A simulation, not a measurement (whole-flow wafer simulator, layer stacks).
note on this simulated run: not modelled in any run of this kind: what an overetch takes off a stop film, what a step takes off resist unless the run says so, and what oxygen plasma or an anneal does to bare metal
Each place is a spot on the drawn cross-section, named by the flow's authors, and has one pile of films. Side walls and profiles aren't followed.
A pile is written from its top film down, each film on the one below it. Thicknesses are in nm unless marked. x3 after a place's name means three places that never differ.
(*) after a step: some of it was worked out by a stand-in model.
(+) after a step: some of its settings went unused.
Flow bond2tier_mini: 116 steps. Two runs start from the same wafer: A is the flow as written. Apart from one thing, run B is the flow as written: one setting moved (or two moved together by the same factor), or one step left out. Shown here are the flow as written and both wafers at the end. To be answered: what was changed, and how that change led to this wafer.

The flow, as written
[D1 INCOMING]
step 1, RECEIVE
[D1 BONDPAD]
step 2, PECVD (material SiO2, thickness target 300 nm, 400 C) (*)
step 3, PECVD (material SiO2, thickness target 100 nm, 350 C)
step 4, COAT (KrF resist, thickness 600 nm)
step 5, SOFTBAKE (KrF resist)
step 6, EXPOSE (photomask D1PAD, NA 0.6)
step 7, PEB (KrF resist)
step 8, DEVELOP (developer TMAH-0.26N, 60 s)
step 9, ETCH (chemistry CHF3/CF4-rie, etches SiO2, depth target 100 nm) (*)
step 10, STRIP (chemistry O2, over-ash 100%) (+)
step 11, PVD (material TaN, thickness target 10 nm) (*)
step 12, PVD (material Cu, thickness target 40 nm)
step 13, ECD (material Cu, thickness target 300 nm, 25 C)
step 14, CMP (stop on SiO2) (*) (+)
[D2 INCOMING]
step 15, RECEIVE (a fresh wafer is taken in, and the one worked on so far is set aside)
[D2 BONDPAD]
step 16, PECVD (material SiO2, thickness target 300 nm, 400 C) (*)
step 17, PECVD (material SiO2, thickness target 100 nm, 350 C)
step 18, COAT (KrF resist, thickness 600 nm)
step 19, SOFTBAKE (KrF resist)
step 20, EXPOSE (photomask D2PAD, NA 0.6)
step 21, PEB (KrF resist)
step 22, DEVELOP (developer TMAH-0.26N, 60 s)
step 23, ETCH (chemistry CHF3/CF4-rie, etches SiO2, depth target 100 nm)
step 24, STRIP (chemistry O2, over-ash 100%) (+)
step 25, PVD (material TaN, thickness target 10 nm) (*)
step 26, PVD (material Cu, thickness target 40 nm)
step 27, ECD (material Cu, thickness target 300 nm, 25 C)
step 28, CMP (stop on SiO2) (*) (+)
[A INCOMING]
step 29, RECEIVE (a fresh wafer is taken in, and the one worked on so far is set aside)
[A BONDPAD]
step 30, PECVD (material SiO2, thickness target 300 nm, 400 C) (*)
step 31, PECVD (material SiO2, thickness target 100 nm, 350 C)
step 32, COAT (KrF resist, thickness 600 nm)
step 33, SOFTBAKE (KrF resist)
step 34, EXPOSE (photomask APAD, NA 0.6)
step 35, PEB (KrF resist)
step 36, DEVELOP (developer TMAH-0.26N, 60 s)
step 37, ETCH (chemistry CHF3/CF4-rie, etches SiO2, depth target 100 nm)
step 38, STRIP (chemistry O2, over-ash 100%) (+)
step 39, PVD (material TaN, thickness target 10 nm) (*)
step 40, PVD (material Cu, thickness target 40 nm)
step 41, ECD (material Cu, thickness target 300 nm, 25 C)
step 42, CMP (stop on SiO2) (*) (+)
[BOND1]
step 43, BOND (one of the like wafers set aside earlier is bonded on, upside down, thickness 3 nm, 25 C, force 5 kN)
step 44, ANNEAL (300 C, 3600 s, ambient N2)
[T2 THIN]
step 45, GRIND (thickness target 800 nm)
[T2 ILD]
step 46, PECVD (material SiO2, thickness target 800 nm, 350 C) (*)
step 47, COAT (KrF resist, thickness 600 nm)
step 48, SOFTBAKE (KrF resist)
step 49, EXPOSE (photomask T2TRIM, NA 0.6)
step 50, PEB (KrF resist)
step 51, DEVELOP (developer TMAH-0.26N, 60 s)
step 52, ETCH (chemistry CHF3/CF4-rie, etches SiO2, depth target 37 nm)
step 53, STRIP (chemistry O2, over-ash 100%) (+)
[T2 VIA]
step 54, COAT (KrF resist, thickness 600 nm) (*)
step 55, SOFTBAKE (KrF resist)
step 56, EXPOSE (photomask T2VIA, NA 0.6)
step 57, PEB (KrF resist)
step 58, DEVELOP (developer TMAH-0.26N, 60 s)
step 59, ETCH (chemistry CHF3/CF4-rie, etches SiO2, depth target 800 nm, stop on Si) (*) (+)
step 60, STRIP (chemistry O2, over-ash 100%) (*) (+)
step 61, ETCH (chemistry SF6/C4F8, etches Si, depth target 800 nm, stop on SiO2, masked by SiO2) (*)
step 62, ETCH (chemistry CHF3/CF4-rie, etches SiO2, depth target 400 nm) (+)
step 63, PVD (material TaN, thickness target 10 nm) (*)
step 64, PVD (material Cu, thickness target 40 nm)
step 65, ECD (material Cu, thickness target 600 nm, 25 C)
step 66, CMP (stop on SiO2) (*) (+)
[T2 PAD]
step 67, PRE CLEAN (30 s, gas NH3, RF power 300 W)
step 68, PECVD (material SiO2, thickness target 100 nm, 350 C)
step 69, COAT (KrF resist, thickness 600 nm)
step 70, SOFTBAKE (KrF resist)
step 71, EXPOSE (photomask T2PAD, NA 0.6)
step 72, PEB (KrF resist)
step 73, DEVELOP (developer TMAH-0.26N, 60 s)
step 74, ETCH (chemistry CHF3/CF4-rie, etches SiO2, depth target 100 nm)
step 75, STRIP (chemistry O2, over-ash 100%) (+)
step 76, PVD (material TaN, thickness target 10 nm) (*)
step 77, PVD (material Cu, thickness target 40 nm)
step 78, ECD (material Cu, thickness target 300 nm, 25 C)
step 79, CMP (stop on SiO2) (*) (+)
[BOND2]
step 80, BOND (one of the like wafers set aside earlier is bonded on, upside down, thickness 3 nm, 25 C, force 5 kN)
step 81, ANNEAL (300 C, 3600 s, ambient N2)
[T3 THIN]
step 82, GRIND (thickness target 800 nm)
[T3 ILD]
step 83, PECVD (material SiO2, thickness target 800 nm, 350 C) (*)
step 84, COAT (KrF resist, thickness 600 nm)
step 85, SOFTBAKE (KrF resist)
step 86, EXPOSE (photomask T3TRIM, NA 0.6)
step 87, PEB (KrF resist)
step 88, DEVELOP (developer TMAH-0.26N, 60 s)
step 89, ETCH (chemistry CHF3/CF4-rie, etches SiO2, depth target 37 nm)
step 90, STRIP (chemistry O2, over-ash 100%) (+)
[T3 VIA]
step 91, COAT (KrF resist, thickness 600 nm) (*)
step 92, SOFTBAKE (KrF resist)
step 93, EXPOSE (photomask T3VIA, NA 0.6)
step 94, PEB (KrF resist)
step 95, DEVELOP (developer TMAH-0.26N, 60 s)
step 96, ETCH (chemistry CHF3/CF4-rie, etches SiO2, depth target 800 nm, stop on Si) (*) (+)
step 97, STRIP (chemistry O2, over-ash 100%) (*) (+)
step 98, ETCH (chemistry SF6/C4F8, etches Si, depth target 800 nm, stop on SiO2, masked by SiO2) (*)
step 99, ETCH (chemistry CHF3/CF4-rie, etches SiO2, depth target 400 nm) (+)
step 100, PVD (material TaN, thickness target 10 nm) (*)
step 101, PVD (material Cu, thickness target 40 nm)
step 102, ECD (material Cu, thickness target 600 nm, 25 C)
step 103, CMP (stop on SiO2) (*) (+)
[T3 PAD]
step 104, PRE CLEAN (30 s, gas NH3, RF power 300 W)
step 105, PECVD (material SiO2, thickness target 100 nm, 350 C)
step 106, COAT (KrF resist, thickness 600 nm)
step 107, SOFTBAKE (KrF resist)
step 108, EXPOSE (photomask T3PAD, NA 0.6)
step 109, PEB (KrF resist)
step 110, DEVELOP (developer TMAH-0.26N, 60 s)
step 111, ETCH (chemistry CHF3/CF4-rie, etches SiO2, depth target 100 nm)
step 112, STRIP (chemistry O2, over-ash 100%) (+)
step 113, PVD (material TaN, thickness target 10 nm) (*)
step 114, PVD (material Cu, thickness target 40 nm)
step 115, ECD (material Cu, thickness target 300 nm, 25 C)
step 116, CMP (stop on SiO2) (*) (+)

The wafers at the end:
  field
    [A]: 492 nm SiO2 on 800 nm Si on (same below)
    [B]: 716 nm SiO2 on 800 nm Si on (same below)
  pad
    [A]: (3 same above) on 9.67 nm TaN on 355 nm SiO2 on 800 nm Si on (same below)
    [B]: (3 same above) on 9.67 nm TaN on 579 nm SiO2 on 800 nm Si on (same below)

What caused this: step 99, ETCH: depth target 176 nm was run, while the flow as written has depth target 400 nm.

How this came from the change, step by step:
  step 99, ETCH (chemistry CHF3/CF4-rie, etches SiO2, depth target 400 nm) (+)
      field, pad: A SiO2 loses 400 | B SiO2 loses 176
